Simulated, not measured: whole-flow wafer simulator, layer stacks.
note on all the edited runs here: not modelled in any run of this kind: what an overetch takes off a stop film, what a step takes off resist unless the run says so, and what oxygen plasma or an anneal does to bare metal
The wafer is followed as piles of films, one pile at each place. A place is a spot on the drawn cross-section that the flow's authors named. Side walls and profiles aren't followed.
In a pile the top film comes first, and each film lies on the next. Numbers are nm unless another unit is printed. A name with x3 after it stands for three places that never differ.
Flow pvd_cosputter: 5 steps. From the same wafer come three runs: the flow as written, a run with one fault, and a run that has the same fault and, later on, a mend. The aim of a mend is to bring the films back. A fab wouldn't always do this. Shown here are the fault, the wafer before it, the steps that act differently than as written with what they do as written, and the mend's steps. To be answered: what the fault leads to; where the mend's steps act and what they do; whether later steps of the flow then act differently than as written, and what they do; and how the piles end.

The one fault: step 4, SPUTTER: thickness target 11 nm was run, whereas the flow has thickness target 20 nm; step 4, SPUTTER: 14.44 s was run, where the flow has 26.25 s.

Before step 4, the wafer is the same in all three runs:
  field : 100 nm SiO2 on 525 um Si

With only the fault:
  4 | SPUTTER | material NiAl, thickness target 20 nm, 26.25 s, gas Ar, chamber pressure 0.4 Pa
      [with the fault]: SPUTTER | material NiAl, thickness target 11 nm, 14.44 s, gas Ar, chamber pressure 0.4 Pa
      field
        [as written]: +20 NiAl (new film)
        [with the fault]: +11 NiAl (new film)
  Every later step of the flow that is run acts as written at every place that is followed.
  By the end, the piles at field depart from the flow's by more than 2% or 0.5 nm, whichever is larger.
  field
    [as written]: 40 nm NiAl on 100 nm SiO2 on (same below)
    [with the fault]: 31 nm NiAl on 100 nm SiO2 on (same below)

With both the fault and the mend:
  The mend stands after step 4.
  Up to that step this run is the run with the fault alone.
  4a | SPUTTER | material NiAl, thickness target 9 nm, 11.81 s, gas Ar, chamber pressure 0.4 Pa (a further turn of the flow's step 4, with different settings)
      field
        +9 NiAl
  Every later step of the flow that is run acts as written at every place that is followed.
  By the end, the piles equal the flow's at every place that both follow.
